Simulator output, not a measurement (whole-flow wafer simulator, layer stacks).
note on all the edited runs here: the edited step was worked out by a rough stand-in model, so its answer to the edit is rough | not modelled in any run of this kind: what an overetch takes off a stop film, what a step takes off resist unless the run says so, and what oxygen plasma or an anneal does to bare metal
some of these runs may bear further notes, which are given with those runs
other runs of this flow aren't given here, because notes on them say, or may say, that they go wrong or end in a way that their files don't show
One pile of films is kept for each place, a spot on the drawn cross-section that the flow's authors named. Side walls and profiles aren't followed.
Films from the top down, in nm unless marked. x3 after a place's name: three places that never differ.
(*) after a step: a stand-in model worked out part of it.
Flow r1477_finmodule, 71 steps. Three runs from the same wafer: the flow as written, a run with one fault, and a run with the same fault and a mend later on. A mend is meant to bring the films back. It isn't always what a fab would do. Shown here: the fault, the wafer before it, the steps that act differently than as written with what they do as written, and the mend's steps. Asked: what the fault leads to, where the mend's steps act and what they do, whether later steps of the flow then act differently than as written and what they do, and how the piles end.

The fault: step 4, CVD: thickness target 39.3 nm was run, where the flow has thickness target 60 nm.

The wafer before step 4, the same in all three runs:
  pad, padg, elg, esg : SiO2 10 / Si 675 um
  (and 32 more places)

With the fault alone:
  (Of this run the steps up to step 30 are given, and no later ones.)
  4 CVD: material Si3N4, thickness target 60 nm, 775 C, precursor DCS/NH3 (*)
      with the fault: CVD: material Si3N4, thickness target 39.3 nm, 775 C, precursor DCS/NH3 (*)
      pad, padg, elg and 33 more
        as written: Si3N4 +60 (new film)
        with the fault: Si3N4 +39.3 (new film)
  No later step of the flow up to step 30 acts differently than as written at any place that is followed.
  After step 30 the piles differ from the flow's by more than 2% or 0.5 nm, whichever is larger, at pad, padg, elg and 33 more.
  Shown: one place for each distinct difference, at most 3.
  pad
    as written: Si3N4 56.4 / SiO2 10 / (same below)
    with the fault: Si3N4 35.7 / SiO2 10 / (same below)
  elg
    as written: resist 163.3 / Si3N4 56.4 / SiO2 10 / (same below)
    with the fault: resist 163.3 / Si3N4 35.7 / SiO2 10 / (same below)
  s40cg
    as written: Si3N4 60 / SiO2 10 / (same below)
    with the fault: Si3N4 39.3 / SiO2 10 / (same below)

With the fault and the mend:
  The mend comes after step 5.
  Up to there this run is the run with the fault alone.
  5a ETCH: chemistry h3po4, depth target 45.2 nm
      pad, padg, elg and 33 more
        Si3N4 -39.3 (all of it)
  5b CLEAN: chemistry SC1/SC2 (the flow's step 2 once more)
      changes no film at any place that is followed
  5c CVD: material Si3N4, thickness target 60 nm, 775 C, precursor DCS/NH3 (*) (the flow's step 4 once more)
      pad, padg, elg and 33 more
        Si3N4 +60 (new film)
  No later step of the flow acts differently than as written at any place that is followed.
  At the end the piles are the same as the flow's at every place that both follow.
